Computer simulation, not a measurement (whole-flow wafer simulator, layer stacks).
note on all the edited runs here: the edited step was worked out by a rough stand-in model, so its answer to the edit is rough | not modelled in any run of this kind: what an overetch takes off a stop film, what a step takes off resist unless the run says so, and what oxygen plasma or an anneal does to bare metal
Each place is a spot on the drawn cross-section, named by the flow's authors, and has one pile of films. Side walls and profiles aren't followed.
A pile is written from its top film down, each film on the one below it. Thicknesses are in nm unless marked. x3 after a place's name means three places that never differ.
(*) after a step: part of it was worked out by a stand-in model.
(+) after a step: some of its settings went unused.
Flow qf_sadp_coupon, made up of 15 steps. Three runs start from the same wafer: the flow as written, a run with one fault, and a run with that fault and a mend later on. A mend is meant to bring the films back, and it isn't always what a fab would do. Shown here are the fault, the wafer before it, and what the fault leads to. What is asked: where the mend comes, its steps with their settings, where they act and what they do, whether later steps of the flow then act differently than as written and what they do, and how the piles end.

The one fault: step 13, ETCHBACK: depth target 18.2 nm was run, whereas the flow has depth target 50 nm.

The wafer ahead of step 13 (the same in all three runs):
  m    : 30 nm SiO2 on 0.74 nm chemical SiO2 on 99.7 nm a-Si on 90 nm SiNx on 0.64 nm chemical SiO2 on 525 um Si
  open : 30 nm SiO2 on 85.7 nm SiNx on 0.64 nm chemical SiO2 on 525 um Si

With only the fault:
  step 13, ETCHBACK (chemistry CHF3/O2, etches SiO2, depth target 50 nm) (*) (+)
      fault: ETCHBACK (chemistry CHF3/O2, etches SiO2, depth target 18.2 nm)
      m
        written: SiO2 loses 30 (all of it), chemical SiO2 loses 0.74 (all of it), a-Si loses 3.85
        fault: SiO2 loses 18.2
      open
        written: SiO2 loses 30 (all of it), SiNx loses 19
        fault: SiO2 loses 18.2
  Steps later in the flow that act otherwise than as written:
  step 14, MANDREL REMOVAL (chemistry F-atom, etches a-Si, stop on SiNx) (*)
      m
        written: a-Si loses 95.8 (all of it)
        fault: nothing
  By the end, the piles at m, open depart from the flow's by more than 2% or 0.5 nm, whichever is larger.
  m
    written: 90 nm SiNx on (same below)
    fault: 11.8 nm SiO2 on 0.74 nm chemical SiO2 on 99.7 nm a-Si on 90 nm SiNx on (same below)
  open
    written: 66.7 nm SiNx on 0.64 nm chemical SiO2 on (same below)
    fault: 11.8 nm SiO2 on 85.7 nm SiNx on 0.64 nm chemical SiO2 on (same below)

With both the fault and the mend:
  The mend stands after step 13.
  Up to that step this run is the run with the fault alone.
  step 13a, ETCHBACK (chemistry CHF3/O2, etches SiO2, depth target 31.8 nm) (*) (+) (the flow's step 13 again, with other settings)
      m
        SiO2 loses 11.8 (all of it), chemical SiO2 loses 0.74 (all of it), a-Si loses 3.85
      open
        SiO2 loses 11.8 (all of it), SiNx loses 19
  Later steps of the flow that are run all act as written at every place that is followed.
  At every place that both follow, the piles at the end match the flow's.
